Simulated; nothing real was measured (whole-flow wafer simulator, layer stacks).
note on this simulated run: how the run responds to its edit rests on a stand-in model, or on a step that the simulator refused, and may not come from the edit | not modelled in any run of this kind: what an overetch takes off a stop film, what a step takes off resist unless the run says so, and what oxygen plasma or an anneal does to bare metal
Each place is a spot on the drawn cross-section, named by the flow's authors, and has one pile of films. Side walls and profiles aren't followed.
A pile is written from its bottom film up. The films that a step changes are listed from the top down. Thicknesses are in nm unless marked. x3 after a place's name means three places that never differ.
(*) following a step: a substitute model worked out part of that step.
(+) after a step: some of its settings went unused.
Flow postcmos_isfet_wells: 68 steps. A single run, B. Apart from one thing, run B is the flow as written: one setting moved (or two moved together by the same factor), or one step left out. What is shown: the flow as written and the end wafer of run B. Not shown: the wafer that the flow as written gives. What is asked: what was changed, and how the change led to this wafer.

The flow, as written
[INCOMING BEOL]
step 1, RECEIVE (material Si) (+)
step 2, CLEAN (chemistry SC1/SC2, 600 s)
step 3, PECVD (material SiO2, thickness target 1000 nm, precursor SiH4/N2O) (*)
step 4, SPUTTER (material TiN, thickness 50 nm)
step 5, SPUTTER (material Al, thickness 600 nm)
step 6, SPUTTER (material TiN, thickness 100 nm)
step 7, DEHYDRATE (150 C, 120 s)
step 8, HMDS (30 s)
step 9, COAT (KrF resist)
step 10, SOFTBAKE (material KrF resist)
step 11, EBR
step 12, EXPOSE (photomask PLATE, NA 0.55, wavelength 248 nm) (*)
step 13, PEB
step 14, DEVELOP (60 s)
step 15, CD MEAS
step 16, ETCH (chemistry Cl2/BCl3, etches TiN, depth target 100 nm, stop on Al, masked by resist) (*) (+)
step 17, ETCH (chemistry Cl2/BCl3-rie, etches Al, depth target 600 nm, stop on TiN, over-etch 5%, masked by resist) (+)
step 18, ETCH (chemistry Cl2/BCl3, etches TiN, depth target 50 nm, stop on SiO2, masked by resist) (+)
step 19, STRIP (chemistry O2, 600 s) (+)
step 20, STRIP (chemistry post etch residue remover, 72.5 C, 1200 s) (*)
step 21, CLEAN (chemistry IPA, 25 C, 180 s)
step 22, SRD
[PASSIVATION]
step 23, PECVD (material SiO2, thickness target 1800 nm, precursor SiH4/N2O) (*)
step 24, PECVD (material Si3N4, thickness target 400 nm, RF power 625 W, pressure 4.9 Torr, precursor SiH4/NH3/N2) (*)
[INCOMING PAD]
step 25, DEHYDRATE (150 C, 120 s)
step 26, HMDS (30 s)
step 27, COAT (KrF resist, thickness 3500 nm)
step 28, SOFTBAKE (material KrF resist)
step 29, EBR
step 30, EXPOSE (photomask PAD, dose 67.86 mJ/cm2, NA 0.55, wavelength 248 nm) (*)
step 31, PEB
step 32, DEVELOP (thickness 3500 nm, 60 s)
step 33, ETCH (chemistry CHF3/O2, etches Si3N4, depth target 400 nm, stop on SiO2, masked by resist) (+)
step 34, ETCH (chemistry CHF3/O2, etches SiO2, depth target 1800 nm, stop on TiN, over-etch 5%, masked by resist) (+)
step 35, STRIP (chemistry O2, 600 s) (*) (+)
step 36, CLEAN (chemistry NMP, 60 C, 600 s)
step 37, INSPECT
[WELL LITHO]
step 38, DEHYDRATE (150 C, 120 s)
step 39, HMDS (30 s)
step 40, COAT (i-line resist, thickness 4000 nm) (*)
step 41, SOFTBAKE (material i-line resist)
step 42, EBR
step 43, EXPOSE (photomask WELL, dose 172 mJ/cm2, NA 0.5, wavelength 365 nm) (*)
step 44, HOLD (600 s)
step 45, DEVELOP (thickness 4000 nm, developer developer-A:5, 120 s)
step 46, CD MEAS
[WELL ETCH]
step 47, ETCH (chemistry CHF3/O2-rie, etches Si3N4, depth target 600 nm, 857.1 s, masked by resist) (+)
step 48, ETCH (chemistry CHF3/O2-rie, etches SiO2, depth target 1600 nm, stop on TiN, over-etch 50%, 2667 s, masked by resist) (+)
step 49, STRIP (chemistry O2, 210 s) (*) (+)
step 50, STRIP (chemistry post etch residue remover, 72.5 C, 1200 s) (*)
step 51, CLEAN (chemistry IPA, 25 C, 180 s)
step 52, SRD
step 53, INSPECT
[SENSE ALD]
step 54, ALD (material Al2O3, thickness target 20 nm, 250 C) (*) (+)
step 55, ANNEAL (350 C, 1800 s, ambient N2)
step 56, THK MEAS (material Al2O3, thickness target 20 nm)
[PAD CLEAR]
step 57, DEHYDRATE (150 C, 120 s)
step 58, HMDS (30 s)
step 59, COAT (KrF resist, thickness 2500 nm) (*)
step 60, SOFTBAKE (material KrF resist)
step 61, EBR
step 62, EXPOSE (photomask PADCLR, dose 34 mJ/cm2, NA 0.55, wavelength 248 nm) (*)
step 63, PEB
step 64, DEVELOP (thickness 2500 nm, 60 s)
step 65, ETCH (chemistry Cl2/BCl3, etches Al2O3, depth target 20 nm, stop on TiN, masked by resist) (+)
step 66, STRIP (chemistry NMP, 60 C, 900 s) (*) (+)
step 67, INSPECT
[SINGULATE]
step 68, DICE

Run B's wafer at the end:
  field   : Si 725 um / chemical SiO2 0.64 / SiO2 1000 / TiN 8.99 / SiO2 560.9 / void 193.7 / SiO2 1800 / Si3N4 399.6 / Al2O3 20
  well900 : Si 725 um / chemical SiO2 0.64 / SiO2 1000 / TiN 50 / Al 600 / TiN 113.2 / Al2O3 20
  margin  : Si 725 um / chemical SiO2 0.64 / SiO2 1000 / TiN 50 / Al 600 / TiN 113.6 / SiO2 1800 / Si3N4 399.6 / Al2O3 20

The reason: step 6, SPUTTER: thickness 114 nm was run, whereas the flow has thickness 100 nm.

Step by step, how the change led to this:
  step 6, SPUTTER (material TiN, thickness 100 nm)
      field, margin, well900, well1300 x3, pad_rim, pad_clr, pad_open: +114 TiN (new film) (as written it would have been: +100 TiN (new film))
  step 16, ETCH (chemistry Cl2/BCl3, etches TiN, depth target 100 nm, stop on Al, masked by resist) (*) (+)
      field: -100 TiN (as written it would have been: -100 TiN (all of it))
  step 17, ETCH (chemistry Cl2/BCl3-rie, etches Al, depth target 600 nm, stop on TiN, over-etch 5%, masked by resist) (+)
      field: -14 TiN (all of it), -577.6 Al (as written it would have been: -600 Al (all of it))
  step 18, ETCH (chemistry Cl2/BCl3, etches TiN, depth target 50 nm, stop on SiO2, masked by resist) (+)
      field: -22.4 Al (all of it), -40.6 TiN (as written it would have been: -50 TiN (all of it))
  step 23, PECVD (material SiO2, thickness target 1800 nm, precursor SiH4/N2O) (*)
      field: +1800 SiO2 (new film), +193.7 void (new film), +560.9 SiO2 (new film) (as written it would have been: +1800 SiO2 (new film), +189.9 void (new film), +559.7 SiO2)
If metal films that touch count as one body, field has 1 body; the flow as written gives 0 bodies.
